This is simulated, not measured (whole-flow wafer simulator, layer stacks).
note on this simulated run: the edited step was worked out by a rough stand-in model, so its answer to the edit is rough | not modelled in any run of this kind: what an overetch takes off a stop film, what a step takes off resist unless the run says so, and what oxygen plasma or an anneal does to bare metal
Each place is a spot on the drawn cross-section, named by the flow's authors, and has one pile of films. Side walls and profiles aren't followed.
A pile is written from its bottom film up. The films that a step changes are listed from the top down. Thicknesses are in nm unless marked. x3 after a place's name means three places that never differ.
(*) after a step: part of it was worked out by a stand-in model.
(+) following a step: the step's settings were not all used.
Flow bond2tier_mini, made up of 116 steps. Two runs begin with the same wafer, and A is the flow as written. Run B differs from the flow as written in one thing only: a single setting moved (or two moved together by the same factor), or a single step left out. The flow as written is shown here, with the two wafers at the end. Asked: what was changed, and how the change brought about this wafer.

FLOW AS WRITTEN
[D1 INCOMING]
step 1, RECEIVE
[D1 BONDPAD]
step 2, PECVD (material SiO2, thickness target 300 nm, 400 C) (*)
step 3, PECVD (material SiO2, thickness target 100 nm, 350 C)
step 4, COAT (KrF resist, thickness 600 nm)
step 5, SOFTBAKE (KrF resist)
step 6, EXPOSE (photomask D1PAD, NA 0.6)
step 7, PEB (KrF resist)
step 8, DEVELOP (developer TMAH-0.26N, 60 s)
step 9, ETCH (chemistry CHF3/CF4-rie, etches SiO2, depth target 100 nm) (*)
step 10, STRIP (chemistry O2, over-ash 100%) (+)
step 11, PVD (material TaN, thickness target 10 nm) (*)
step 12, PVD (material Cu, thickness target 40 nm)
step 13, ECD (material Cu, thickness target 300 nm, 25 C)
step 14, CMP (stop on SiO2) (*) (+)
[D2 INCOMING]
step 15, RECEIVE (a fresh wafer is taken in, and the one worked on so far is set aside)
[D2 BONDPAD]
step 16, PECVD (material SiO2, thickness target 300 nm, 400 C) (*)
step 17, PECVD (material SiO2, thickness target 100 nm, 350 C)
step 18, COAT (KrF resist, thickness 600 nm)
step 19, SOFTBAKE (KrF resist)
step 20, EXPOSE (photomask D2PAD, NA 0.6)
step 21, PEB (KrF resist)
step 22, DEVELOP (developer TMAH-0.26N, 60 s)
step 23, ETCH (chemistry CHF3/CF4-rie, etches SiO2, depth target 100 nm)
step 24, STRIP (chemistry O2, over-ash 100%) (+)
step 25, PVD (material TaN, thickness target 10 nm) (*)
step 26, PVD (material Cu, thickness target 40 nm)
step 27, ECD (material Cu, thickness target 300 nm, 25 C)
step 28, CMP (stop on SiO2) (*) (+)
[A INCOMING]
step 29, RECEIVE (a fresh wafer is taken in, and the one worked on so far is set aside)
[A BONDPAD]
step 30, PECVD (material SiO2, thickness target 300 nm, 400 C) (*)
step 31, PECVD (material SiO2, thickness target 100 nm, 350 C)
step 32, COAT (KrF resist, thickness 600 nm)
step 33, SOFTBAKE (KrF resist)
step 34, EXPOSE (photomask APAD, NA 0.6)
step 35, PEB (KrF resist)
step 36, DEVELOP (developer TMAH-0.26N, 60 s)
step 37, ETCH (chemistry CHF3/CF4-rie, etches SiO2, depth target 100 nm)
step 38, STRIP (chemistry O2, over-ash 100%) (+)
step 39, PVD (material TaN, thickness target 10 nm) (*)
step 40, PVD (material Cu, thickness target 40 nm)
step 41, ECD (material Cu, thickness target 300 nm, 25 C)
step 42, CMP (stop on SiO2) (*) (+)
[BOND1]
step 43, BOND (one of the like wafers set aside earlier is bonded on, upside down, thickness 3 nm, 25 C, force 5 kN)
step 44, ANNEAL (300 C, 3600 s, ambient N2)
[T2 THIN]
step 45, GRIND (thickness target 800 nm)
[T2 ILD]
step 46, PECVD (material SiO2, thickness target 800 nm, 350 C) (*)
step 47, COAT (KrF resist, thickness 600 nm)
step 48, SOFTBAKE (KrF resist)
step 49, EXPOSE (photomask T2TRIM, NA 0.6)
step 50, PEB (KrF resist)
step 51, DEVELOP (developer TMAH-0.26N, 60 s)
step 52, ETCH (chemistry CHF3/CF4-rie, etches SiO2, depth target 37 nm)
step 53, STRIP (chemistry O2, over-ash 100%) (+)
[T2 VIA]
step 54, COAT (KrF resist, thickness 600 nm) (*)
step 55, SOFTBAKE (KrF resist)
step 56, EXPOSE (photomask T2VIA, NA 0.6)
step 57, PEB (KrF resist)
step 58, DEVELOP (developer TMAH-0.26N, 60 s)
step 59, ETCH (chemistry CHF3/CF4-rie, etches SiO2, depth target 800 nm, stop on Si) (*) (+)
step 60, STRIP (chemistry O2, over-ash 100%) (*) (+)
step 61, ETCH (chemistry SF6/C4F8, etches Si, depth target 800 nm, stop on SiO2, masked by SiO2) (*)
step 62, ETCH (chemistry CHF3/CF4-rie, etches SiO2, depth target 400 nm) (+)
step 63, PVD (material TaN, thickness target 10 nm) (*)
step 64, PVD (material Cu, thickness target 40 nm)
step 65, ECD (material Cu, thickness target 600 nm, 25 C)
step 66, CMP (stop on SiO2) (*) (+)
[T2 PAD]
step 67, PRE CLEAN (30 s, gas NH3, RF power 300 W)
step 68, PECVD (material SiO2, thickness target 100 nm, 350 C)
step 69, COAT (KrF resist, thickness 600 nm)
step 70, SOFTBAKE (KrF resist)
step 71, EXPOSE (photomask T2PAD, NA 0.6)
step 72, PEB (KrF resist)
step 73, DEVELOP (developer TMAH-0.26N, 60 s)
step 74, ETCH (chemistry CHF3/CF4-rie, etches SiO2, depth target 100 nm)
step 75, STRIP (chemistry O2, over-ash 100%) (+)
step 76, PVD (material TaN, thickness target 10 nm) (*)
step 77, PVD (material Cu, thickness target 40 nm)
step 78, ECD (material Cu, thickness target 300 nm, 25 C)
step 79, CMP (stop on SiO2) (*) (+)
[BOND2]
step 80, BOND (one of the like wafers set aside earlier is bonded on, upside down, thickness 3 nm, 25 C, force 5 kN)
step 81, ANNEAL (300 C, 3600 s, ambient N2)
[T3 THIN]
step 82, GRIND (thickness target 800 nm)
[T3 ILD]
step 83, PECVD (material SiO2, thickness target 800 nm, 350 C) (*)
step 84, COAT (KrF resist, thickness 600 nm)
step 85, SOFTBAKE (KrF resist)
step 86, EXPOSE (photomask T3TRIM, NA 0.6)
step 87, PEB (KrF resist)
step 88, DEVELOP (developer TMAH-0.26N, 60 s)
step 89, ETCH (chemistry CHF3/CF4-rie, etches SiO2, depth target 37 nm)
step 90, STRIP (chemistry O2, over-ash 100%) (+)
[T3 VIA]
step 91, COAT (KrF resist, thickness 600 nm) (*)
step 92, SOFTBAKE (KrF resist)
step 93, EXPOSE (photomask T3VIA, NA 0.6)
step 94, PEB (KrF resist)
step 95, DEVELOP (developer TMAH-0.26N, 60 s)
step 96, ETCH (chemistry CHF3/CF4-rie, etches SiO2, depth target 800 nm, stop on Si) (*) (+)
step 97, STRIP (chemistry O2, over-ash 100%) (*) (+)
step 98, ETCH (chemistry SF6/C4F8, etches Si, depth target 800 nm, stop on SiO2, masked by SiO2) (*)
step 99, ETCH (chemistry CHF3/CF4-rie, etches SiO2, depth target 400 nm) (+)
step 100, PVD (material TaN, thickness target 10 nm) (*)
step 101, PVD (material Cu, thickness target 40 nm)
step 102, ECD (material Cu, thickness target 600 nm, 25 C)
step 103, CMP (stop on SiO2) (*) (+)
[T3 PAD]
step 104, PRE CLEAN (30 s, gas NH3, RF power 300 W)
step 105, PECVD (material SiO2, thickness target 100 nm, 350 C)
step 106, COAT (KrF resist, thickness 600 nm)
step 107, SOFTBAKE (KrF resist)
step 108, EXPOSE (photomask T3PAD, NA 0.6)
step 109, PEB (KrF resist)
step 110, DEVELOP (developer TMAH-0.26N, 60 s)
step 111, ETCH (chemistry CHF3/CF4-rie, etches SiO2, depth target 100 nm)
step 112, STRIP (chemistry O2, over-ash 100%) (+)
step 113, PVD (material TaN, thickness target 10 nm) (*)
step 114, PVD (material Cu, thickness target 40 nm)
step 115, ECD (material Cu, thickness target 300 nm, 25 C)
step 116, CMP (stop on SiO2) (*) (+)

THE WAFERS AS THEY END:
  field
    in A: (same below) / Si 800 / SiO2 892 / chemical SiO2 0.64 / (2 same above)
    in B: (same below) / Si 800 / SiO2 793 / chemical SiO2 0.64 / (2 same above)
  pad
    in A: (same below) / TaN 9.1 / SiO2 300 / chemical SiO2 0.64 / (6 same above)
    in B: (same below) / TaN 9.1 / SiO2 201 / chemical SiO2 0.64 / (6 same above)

What caused this: step 16, PECVD: thickness target 201 nm was run, whereas the flow has thickness target 300 nm.
The wafer lets one read it off: pad has SiO2 201, and step 16 as written asks for 300 nm.

How this came from the change, step by step:
  step 16, PECVD (material SiO2, thickness target 300 nm, 400 C) (*)
      field, pad, via: A SiO2 gains 300 (new film) | B SiO2 gains 201 (new film)
  step 80, BOND (one of the like wafers set aside earlier is bonded on, upside down, thickness 3 nm, 25 C, force 5 kN)
      field: A Si gains 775 um (new film), chemical SiO2 gains 0.64 (new film), SiO2 gains 400 | B Si gains 775 um (new film), chemical SiO2 gains 0.64 (new film), SiO2 gains 301
      pad: A Si gains 775 um (new film), chemical SiO2 gains 0.64 (new film), SiO2 gains 300 (new film), TaN gains 9.1 (new film), Cu gains 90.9 | B Si gains 775 um (new film), chemical SiO2 gains 0.64 (new film), SiO2 gains 201 (new film), TaN gains 9.1 (new film), Cu gains 90.9
